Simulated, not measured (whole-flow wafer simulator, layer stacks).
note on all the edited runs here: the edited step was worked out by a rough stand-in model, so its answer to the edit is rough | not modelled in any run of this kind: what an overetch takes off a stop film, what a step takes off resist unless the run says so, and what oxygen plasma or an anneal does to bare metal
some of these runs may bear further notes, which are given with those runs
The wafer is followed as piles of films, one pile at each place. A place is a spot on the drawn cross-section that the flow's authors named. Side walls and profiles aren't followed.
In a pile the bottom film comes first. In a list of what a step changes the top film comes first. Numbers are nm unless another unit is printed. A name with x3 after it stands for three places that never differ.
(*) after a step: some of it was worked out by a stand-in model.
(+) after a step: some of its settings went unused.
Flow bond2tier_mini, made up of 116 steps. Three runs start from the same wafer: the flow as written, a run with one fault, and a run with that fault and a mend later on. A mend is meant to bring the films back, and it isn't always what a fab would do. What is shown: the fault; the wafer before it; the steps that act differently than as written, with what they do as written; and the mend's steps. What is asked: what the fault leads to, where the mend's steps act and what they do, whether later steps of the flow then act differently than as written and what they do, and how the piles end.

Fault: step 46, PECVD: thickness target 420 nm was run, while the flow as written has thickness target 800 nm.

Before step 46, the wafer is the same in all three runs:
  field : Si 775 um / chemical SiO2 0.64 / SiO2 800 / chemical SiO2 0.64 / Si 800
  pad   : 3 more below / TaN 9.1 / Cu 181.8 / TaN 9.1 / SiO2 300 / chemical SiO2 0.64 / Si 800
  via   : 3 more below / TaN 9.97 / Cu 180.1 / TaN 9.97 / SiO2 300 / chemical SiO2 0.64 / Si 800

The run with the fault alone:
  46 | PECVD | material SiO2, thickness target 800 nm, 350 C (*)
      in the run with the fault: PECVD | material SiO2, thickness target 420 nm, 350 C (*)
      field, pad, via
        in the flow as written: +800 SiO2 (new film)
        in the run with the fault: +420 SiO2 (new film)
  Steps further on in the flow that do not act as written (1 more step, not shown, differs only slightly: by at most 2% or 0.5 nm, whichever is larger):
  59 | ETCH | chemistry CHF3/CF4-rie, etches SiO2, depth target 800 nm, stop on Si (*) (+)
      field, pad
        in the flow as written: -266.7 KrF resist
        in the run with the fault: -191.5 KrF resist
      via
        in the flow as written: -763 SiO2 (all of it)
        in the run with the fault: -383 SiO2 (all of it)
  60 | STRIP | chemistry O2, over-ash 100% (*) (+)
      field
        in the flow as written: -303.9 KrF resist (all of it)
        in the run with the fault: -379.1 KrF resist (all of it)
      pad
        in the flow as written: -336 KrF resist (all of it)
        in the run with the fault: -411.1 KrF resist (all of it)
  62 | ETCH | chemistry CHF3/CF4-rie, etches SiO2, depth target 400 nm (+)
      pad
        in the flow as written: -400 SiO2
        in the run with the fault: -375 SiO2 (all of it), -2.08 Si
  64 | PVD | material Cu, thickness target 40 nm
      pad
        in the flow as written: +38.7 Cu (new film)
        in the run with the fault: +40 Cu (new film)
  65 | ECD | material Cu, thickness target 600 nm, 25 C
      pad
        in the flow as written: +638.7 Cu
        in the run with the fault: +614.2 Cu
  By the end, the piles at field, pad depart from the flow's by more than 2% or 0.5 nm, whichever is larger.
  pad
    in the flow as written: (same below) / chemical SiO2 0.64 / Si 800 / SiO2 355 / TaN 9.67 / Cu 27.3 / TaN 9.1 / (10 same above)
    in the run with the fault: (same below) / chemical SiO2 0.64 / Si 797.9 / TaN 9.88 / Cu 4.2 / TaN 9.1 / (10 same above)
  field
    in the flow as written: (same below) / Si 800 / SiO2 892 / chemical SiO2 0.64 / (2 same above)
    in the run with the fault: (same below) / Si 800 / SiO2 512 / chemical SiO2 0.64 / (2 same above)

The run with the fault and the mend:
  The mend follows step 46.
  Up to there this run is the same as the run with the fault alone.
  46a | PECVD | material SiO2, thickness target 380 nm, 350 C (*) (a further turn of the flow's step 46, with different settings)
      field, pad, via
        +380 SiO2
  Later steps of the flow that are run all act as written at every place that is followed.
  At every place that both follow, the piles at the end match the flow's.
